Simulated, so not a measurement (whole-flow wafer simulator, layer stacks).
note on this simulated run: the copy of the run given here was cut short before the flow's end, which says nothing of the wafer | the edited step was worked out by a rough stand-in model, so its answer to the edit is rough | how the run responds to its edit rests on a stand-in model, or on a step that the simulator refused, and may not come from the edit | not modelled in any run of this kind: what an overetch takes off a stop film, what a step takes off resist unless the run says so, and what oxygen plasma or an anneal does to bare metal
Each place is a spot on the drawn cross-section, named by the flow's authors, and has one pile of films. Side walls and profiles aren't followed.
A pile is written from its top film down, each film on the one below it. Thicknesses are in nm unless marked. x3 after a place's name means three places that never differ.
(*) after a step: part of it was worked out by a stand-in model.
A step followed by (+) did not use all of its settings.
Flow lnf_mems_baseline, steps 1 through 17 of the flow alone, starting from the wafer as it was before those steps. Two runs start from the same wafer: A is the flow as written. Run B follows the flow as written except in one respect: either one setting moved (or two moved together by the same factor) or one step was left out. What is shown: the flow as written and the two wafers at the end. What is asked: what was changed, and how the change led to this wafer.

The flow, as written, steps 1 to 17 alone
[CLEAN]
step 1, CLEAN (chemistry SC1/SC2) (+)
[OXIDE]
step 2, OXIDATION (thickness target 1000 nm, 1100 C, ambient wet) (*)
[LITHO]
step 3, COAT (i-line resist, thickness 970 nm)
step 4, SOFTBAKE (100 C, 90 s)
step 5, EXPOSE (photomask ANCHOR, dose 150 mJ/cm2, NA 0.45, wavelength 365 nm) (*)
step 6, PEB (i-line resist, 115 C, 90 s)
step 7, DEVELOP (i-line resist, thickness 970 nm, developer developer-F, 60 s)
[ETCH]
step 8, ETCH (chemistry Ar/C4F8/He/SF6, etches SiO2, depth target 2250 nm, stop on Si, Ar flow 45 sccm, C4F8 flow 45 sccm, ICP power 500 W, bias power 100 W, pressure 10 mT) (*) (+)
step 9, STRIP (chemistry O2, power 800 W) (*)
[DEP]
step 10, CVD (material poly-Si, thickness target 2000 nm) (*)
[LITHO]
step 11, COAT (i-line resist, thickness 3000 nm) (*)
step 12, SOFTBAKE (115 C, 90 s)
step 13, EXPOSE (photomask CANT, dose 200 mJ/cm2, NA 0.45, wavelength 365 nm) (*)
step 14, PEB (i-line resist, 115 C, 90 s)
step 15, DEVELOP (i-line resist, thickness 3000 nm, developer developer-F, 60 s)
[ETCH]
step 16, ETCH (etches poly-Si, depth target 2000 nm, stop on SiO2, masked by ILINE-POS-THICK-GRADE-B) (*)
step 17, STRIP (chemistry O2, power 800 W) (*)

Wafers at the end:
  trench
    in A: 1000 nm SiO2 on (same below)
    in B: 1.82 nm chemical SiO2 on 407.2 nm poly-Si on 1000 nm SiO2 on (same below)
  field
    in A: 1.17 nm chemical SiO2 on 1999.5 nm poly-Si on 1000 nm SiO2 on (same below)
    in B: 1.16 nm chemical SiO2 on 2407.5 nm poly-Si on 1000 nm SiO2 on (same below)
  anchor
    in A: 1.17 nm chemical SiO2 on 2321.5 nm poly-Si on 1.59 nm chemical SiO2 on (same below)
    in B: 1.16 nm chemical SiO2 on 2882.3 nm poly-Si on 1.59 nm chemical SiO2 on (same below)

Cause: step 10, CVD: thickness target 2408 nm was run, while the flow as written has thickness target 2000 nm.

How this came from the change, step by step:
  step 10, CVD (material poly-Si, thickness target 2000 nm) (*)
      field, beam, trench, char_slit: A +2000 poly-Si (new film) | B +2408 poly-Si (new film)
      anchor: A +2322 poly-Si (new film) | B +2882.8 poly-Si (new film)
  step 11, COAT (i-line resist, thickness 3000 nm) (*)
      anchor: A +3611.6 i-line resist (new film) | B +3466.4 i-line resist (new film)
  step 12, SOFTBAKE (115 C, 90 s)
      field: A -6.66 i-line resist | B -5.96 i-line resist
      anchor: A +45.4 i-line resist | B +40 i-line resist
      (as well as at 2 more places)
  step 14, PEB (i-line resist, 115 C, 90 s)
      anchor: A -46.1 i-line resist | B -43.4 i-line resist
  step 16, ETCH (etches poly-Si, depth target 2000 nm, stop on SiO2, masked by ILINE-POS-THICK-GRADE-B) (*)
      trench, char_slit: A -2000 poly-Si (all of it) | B -2000 poly-Si
  step 17, STRIP (chemistry O2, power 800 W) (*)
      trench, char_slit: A nothing | B +1.82 chemical SiO2 (new film), -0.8 poly-Si
      anchor: A +1.17 chemical SiO2 (new film), -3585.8 i-line resist (all of it), -0.52 poly-Si | B +1.16 chemical SiO2 (new film), -3437.8 i-line resist (all of it), -0.51 poly-Si
